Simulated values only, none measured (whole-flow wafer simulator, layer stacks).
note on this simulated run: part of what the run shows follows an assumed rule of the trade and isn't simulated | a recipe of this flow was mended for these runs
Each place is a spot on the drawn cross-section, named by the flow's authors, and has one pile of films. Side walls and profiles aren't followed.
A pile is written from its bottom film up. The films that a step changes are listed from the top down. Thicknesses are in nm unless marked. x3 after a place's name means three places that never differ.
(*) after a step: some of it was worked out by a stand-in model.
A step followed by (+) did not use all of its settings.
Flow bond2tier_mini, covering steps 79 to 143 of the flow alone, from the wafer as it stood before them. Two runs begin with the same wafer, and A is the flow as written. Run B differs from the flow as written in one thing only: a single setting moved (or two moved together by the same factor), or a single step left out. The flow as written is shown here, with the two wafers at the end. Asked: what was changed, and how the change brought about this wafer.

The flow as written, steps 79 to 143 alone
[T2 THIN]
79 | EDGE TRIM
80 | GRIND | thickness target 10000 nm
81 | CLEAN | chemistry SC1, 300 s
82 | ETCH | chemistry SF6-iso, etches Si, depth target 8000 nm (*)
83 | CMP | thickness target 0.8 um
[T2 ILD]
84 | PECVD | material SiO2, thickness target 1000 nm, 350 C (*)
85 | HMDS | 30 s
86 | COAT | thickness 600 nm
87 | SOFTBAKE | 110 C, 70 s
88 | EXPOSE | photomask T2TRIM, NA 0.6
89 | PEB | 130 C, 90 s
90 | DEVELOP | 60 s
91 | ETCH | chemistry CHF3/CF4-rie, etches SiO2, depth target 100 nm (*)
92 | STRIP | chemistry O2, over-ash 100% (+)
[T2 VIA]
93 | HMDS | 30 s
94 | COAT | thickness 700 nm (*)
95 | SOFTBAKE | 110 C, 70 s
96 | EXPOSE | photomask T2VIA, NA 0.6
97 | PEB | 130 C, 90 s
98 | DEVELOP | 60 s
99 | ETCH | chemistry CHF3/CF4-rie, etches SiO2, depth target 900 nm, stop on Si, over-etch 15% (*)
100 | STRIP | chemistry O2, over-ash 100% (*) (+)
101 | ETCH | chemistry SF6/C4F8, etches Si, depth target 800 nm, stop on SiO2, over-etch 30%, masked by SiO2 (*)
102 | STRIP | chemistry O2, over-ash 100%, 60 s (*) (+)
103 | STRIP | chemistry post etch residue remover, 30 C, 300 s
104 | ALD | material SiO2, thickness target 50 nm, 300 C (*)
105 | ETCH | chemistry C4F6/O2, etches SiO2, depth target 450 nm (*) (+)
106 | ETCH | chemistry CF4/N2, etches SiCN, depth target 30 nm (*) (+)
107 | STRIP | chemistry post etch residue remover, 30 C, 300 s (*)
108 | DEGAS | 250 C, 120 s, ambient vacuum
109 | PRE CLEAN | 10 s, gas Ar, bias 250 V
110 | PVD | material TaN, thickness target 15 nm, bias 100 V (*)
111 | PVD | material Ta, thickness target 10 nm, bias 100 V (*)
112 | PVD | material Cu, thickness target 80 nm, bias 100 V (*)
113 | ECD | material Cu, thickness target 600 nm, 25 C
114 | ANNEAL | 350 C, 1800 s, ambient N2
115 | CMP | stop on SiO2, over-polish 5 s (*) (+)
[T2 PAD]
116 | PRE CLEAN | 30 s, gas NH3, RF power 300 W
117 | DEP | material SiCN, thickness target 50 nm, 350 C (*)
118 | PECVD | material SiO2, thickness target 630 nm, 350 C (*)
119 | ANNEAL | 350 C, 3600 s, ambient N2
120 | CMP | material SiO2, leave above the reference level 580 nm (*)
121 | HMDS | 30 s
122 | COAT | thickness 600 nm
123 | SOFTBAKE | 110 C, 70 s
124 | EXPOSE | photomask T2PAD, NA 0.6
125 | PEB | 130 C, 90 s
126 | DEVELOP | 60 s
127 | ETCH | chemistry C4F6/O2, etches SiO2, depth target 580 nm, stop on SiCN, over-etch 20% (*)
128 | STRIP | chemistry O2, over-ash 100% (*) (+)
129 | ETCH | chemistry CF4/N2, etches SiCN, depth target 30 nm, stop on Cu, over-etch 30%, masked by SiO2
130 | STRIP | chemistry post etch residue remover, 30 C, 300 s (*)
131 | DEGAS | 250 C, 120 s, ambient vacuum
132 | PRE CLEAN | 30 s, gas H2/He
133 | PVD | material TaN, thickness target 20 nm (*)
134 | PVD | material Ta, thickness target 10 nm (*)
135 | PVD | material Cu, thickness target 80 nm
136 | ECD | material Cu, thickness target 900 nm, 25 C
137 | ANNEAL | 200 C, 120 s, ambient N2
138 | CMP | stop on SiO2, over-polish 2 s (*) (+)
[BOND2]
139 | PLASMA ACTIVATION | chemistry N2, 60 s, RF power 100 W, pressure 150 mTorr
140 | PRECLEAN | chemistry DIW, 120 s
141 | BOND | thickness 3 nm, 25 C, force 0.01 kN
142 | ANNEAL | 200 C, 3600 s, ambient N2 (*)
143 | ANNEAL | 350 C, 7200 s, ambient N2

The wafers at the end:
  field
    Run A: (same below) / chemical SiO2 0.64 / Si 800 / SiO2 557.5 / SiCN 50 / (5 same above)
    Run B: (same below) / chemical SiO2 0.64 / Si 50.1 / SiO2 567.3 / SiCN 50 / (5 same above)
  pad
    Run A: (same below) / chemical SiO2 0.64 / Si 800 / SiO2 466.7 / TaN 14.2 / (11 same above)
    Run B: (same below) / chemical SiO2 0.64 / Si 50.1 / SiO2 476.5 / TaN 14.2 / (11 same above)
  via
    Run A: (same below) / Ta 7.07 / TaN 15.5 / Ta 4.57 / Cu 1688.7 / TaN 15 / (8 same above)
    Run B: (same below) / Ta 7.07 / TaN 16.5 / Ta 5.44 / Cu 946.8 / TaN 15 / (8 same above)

The reason: step 82, ETCH: depth target 9950 nm was run, while the flow as written has depth target 8000 nm.

Step by step, how the change led to this:
  82 | ETCH | chemistry SF6-iso, etches Si, depth target 8000 nm (*)
      field, pad, via: A chemical SiO2 loses 0.6 (all of it), Si loses 8000 | B chemical SiO2 loses 0.6 (all of it), Si loses 9949.6
  83 | CMP | thickness target 0.8 um
      field, pad, via: A Si loses 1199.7 | B nothing
  101 | ETCH | chemistry SF6/C4F8, etches Si, depth target 800 nm, stop on SiO2, over-etch 30%, masked by SiO2 (*)
      field, pad: A SiO2 loses 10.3 | B SiO2 loses 0.51
      via: A Si loses 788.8 (all of it), chemical SiO2 loses 0.64 (all of it), SiO2 loses 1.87 | B Si loses 38.9 (all of it), chemical SiO2 loses 0.64 (all of it), SiO2 loses 9.37
  105 | ETCH | chemistry C4F6/O2, etches SiO2, depth target 450 nm (*) (+)
      via: A SiO2 loses 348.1 (all of it), SiCN loses 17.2 | B SiO2 loses 340.6 (all of it), SiCN loses 18.4
  106 | ETCH | chemistry CF4/N2, etches SiCN, depth target 30 nm (*) (+)
      via: A SiCN loses 17.6 (all of it), TaN loses 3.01 | B SiCN loses 16.4 (all of it), TaN loses 3.32
  110 | PVD | material TaN, thickness target 15 nm, bias 100 V (*)
      via: A TaN gains 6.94 | B TaN gains 8.24
  111 | PVD | material Ta, thickness target 10 nm, bias 100 V (*)
      via: A Ta gains 4.57 (new film) | B Ta gains 5.44 (new film)
  112 | PVD | material Cu, thickness target 80 nm, bias 100 V (*)
      via: A Cu gains 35 (new film) | B Cu gains 42.3 (new film)
  113 | ECD | material Cu, thickness target 600 nm, 25 C
      via: A Cu gains 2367 | B Cu gains 1617.7
